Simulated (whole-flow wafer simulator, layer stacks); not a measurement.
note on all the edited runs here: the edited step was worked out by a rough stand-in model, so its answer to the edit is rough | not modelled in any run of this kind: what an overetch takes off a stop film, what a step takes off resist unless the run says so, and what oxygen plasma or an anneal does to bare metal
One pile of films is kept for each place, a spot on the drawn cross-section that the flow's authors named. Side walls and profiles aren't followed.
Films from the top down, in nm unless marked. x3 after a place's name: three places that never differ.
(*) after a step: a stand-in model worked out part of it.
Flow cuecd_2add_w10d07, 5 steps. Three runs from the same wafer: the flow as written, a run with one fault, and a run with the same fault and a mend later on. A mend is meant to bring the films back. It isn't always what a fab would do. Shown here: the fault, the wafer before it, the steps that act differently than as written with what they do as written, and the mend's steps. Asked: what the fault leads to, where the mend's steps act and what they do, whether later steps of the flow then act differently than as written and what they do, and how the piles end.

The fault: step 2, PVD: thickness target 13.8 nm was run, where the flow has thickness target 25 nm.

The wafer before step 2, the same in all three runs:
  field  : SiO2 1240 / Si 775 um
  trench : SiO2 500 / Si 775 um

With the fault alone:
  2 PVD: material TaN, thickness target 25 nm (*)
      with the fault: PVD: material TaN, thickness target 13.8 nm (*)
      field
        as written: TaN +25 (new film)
        with the fault: TaN +13.8 (new film)
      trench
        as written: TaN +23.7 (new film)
        with the fault: TaN +13.1 (new film)
  No later step of the flow acts differently than as written at any place that is followed.
  At the end the piles differ from the flow's by more than 2% or 0.5 nm, whichever is larger, at field, trench.
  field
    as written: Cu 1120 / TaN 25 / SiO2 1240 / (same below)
    with the fault: Cu 1120 / TaN 13.8 / SiO2 1240 / (same below)
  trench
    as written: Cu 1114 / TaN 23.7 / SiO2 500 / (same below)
    with the fault: Cu 1114 / TaN 13.1 / SiO2 500 / (same below)

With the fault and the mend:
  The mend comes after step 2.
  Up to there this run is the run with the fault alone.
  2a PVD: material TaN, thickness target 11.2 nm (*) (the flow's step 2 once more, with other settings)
      field
        TaN +11.2
      trench
        TaN +10.6
  No later step of the flow acts differently than as written at any place that is followed.
  At the end the piles are the same as the flow's at every place that both follow.
